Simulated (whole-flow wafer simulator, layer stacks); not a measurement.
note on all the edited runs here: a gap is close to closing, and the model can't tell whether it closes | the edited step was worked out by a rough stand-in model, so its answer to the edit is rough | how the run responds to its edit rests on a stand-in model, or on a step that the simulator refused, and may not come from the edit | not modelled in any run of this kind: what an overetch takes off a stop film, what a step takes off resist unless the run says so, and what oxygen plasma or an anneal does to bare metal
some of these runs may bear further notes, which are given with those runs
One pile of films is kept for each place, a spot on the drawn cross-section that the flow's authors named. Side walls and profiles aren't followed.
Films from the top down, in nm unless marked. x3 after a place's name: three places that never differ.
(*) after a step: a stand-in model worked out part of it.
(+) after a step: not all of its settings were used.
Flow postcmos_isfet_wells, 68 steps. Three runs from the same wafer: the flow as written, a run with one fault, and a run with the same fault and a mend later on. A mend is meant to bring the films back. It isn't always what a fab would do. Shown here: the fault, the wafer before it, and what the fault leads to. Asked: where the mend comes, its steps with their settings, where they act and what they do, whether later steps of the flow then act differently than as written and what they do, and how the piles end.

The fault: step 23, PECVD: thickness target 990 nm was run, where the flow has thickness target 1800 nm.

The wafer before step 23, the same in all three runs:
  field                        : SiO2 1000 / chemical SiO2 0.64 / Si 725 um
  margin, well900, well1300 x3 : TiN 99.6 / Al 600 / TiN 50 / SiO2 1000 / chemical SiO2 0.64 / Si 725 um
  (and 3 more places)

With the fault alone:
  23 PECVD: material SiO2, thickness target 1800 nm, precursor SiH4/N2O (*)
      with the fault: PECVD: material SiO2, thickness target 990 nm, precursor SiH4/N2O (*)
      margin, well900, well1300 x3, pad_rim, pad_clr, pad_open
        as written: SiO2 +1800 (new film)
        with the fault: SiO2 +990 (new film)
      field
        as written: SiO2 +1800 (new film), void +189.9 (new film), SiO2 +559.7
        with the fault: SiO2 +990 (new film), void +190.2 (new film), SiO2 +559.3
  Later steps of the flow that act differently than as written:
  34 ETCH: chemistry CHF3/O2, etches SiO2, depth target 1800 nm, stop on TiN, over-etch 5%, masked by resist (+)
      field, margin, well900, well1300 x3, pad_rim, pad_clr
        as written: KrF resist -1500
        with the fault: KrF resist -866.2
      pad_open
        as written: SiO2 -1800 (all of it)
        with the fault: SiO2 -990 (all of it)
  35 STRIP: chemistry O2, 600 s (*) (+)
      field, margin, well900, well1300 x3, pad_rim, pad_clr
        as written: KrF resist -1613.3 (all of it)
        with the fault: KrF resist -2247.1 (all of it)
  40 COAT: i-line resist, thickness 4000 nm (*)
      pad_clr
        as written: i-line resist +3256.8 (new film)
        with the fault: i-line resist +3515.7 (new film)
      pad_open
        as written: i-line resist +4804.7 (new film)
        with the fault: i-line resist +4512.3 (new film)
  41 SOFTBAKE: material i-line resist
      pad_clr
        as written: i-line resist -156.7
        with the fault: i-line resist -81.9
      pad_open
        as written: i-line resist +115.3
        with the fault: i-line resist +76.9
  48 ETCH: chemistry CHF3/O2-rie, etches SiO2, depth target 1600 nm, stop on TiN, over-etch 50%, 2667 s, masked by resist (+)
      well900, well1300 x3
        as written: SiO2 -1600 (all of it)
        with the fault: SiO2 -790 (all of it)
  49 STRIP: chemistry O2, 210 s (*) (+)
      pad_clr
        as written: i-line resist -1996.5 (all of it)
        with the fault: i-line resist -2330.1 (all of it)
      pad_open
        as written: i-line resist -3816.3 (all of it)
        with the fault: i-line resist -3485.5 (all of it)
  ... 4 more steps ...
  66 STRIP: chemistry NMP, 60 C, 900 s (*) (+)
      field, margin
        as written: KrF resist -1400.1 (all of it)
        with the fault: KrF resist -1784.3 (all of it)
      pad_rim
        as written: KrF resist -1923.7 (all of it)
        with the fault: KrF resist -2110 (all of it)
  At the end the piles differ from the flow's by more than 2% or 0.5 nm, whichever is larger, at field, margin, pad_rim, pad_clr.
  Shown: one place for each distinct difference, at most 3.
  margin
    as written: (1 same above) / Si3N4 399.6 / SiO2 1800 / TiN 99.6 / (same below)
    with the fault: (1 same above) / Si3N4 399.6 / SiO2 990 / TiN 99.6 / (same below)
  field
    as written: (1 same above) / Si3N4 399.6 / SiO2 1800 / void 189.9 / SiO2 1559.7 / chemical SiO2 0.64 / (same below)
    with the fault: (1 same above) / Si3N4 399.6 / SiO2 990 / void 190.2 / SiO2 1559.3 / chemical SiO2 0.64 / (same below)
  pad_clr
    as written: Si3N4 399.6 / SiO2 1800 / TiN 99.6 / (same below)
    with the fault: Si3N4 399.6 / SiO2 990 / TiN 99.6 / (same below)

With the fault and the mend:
  The mend comes after step 23.
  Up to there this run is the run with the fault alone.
  23a PECVD: material SiO2, thickness target 810 nm, precursor SiH4/N2O (*) (the flow's step 23 once more, with other settings)
      field, margin, well900, well1300 x3, pad_rim, pad_clr, pad_open
        SiO2 +810
  No later step of the flow acts differently than as written at any place that is followed.
  At the end the piles differ from the flow's only slightly at the places that both follow, by at most 2% or 0.5 nm, whichever is larger.
